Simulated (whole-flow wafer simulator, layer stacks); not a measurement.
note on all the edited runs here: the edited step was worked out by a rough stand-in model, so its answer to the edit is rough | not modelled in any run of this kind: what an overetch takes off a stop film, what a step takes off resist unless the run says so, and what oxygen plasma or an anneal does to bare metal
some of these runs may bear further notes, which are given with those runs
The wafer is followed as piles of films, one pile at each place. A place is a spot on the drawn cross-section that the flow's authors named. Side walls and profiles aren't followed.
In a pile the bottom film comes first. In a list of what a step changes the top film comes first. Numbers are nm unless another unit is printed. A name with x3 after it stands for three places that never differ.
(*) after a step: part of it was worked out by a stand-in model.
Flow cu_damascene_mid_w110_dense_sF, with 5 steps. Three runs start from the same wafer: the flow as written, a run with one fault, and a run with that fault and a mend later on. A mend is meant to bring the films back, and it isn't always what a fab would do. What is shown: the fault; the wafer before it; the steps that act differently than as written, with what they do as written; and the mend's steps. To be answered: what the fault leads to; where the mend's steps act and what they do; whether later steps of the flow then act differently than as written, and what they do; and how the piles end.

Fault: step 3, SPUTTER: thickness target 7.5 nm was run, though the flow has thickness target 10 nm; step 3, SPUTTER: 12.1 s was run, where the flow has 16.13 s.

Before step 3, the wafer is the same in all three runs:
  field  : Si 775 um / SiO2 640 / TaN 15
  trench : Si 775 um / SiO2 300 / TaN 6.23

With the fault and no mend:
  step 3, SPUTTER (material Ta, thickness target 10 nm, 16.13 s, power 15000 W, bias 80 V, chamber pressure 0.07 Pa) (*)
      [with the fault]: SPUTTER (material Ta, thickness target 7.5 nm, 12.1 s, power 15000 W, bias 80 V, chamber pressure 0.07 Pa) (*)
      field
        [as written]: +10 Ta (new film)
        [with the fault]: +7.5 Ta (new film)
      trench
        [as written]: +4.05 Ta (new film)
        [with the fault]: +3.03 Ta (new film)
  None of the later steps of the flow differs from how it acts as written, at any place that is followed, by more than 2% or 0.5 nm, whichever is larger.
  The piles end different from the flow's at field, trench by more than 2% or 0.5 nm, whichever is larger.
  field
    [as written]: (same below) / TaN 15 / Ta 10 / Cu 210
    [with the fault]: (same below) / TaN 15 / Ta 7.5 / Cu 210
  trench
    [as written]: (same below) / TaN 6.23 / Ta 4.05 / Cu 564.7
    [with the fault]: (same below) / TaN 6.23 / Ta 3.03 / Cu 563.2

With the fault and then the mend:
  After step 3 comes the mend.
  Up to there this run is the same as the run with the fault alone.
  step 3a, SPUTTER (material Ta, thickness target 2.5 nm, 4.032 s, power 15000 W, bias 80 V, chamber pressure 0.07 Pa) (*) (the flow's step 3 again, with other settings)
      field
        +2.5 Ta
      trench
        +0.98 Ta
  None of the later steps of the flow differs from how it acts as written, at any place that is followed, by more than 2% or 0.5 nm, whichever is larger.
  The piles end only slightly different from the flow's at the places that both follow, by no more than 2% or 0.5 nm, whichever is larger.
